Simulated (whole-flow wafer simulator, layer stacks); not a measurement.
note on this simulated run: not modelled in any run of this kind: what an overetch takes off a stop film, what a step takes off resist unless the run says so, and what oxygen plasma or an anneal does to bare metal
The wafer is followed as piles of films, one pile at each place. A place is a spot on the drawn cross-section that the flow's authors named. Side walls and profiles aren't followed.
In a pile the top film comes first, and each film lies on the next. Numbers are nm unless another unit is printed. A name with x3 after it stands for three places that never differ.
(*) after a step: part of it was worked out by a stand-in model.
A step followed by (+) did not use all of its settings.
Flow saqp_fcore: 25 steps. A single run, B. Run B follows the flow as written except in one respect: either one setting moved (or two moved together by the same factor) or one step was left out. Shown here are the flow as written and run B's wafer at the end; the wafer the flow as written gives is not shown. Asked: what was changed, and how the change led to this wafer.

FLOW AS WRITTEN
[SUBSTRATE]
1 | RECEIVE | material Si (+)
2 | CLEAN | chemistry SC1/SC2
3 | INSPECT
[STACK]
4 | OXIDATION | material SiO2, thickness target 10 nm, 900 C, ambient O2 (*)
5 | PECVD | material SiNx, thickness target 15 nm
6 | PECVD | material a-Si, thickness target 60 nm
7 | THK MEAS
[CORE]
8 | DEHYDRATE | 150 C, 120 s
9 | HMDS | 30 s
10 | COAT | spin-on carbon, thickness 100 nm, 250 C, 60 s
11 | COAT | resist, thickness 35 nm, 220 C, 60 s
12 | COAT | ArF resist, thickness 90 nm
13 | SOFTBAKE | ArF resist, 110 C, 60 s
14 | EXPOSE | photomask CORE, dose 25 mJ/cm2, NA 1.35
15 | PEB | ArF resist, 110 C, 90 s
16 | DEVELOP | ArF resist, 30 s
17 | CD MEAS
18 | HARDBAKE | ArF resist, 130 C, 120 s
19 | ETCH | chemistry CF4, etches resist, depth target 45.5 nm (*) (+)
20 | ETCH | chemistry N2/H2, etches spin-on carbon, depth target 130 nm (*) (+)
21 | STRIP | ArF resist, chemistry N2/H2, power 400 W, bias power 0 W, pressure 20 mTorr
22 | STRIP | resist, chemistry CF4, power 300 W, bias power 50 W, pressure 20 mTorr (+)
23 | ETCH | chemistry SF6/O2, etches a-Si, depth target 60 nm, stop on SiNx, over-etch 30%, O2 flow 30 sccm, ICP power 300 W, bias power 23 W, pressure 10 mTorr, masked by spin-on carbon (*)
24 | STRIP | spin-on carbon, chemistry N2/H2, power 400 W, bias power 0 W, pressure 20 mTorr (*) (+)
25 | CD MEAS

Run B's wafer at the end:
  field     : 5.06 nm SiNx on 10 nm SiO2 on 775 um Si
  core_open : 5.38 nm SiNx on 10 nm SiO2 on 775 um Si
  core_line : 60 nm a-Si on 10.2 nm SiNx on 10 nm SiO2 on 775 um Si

Cause: step 5, PECVD: thickness target 10.2 nm was run, while the flow as written has thickness target 15 nm.
The wafer lets one read it off: core_line has SiNx 10.2, and step 5 as written asks for 15 nm.

Step by step, how the change led to this:
  5 | PECVD | material SiNx, thickness target 15 nm
      field, core_open, core_line: +10.2 SiNx (new film) (as written it would have been: +15 SiNx (new film))
